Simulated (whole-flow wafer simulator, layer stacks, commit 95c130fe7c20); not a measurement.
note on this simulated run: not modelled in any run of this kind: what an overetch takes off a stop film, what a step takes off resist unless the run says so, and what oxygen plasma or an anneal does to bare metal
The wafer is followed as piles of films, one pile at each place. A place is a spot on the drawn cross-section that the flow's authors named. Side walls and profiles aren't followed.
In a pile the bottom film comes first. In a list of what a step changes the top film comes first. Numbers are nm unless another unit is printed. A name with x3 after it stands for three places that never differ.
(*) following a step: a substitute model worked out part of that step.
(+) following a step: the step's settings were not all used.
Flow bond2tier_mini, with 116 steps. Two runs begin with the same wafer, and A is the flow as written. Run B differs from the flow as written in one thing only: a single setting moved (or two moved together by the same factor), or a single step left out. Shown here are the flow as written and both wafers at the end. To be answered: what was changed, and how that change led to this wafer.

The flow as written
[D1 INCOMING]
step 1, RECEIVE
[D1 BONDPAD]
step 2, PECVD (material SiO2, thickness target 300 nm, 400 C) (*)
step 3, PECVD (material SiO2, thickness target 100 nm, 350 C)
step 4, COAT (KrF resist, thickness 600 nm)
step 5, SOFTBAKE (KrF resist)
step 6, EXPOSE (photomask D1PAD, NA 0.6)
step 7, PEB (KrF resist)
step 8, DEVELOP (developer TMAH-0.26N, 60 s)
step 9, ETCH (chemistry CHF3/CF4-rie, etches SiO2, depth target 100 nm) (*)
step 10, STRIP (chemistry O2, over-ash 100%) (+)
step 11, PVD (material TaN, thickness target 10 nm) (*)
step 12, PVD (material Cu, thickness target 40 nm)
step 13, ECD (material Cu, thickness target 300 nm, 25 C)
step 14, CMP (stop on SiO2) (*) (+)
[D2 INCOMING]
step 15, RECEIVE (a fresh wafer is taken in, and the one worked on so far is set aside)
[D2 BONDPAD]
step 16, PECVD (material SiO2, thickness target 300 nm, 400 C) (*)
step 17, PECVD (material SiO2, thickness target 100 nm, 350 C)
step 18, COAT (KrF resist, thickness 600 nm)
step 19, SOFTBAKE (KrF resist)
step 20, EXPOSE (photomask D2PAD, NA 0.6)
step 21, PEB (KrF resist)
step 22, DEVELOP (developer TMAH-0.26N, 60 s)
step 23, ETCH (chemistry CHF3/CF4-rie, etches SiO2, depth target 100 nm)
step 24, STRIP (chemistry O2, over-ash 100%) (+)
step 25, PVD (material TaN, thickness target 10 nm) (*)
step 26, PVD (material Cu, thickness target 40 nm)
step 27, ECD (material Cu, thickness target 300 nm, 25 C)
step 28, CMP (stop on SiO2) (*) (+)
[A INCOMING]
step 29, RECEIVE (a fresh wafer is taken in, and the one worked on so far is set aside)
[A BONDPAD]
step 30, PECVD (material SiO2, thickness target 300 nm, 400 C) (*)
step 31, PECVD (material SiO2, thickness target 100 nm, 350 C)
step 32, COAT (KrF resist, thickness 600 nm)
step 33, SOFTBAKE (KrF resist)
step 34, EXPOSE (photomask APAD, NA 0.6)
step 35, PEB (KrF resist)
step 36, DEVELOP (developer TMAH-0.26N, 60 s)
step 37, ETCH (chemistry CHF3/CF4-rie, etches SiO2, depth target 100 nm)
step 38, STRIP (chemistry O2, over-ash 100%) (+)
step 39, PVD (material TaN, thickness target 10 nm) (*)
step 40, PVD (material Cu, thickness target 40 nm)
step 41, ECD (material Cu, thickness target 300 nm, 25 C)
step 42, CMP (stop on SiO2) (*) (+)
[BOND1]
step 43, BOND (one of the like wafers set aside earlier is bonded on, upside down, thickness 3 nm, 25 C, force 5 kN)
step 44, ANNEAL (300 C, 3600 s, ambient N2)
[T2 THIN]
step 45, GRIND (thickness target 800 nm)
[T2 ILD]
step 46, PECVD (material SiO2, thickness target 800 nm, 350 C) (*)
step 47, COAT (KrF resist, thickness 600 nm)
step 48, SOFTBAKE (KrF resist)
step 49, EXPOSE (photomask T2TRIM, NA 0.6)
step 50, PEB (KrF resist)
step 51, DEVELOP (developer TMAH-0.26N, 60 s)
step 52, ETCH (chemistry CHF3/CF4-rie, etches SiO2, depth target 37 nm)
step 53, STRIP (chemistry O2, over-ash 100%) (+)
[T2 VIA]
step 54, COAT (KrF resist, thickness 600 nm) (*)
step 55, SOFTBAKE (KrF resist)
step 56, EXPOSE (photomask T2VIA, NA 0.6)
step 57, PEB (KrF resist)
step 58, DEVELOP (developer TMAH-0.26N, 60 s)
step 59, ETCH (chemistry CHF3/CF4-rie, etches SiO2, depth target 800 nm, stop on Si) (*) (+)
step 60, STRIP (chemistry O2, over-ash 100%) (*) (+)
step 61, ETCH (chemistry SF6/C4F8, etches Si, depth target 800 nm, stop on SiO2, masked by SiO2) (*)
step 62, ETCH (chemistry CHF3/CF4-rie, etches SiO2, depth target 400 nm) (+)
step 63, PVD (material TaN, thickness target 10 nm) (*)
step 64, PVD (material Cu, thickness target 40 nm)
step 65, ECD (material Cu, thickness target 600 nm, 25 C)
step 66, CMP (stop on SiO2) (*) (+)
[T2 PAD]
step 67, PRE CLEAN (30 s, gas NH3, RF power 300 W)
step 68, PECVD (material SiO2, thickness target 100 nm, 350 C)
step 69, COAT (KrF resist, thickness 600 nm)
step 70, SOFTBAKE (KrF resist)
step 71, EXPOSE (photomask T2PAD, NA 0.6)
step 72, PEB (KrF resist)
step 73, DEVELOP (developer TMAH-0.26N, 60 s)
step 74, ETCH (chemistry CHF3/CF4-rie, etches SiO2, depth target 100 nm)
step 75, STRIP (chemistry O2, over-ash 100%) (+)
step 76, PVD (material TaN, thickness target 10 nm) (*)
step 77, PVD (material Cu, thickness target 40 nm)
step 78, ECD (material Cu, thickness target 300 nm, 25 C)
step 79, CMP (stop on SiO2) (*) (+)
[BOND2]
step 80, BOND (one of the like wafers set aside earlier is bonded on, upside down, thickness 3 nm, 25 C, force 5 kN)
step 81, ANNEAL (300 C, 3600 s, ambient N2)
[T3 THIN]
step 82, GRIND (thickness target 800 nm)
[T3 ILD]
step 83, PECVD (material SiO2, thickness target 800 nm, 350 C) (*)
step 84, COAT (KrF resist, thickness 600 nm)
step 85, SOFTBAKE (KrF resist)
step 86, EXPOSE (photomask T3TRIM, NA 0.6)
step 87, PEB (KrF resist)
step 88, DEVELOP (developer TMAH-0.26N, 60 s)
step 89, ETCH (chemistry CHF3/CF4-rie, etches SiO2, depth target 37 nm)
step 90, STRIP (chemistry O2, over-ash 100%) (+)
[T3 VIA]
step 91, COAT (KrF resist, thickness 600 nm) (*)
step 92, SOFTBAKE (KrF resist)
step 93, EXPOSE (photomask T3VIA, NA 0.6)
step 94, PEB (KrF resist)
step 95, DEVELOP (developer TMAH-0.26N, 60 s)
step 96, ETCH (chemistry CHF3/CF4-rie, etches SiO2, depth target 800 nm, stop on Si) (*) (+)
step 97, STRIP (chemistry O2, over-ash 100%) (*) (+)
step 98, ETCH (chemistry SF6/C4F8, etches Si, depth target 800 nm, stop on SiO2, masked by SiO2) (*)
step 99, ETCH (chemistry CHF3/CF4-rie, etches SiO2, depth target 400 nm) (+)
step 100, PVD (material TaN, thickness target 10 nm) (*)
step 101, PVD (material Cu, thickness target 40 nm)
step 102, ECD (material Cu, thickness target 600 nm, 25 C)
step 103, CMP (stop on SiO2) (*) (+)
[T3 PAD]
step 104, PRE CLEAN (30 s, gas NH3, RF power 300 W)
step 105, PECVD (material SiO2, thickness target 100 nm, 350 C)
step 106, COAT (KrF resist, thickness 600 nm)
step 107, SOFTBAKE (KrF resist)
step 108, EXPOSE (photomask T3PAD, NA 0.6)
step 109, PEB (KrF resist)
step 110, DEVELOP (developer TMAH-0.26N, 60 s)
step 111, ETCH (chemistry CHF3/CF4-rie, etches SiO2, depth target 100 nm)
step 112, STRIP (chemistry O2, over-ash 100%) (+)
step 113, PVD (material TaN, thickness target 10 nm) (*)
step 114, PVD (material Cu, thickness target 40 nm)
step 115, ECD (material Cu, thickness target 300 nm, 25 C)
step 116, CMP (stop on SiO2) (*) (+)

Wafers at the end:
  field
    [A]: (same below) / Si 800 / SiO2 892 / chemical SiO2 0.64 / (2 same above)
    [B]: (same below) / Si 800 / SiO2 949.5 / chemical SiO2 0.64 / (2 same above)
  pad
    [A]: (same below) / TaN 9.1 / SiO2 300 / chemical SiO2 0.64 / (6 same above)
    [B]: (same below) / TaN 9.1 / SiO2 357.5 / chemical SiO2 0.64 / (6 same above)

What caused this: step 17, PECVD: thickness target 157.5 nm was run, though the flow has thickness target 100 nm.

The path from the change to this, step by step:
  step 17, PECVD (material SiO2, thickness target 100 nm, 350 C)
      field, pad, via: A +100 SiO2 | B +157.5 SiO2
  step 80, BOND (one of the like wafers set aside earlier is bonded on, upside down, thickness 3 nm, 25 C, force 5 kN)
      field: A +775 um Si (new film), +0.64 chemical SiO2 (new film), +400 SiO2 | B +775 um Si (new film), +0.64 chemical SiO2 (new film), +457.5 SiO2
      pad: A +775 um Si (new film), +0.64 chemical SiO2 (new film), +300 SiO2 (new film), +9.1 TaN (new film), +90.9 Cu | B +775 um Si (new film), +0.64 chemical SiO2 (new film), +357.5 SiO2 (new film), +9.1 TaN (new film), +90.9 Cu
